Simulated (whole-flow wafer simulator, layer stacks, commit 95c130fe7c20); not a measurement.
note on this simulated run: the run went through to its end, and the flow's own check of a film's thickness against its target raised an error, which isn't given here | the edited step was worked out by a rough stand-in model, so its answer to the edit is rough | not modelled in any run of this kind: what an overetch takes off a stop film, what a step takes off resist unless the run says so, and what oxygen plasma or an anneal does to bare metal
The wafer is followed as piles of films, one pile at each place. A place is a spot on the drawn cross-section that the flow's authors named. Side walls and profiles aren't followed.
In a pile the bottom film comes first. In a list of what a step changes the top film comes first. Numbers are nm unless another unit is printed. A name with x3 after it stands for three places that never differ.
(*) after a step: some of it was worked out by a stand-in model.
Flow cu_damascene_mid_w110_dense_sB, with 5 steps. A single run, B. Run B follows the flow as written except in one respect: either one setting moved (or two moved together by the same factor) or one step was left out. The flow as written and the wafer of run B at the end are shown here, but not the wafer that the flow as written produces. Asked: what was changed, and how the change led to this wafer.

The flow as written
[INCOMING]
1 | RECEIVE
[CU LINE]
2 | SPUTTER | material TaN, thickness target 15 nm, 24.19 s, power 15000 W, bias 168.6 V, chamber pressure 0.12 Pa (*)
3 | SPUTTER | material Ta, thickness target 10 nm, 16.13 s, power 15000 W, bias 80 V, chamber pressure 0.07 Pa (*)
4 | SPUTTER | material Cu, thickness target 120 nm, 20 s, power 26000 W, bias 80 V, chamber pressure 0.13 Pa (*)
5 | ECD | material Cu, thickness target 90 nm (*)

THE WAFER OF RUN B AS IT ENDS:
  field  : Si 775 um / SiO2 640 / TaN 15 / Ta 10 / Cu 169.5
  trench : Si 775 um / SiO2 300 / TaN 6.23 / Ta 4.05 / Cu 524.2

The reason: step 5, ECD: thickness target 49.5 nm was run, whereas the flow has thickness target 90 nm.

The path from the change to this, step by step:
  5 | ECD | material Cu, thickness target 90 nm (*)
      field: +49.5 Cu (it would be, as written: +90 Cu)
      trench: +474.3 Cu (it would be, as written: +514.8 Cu)
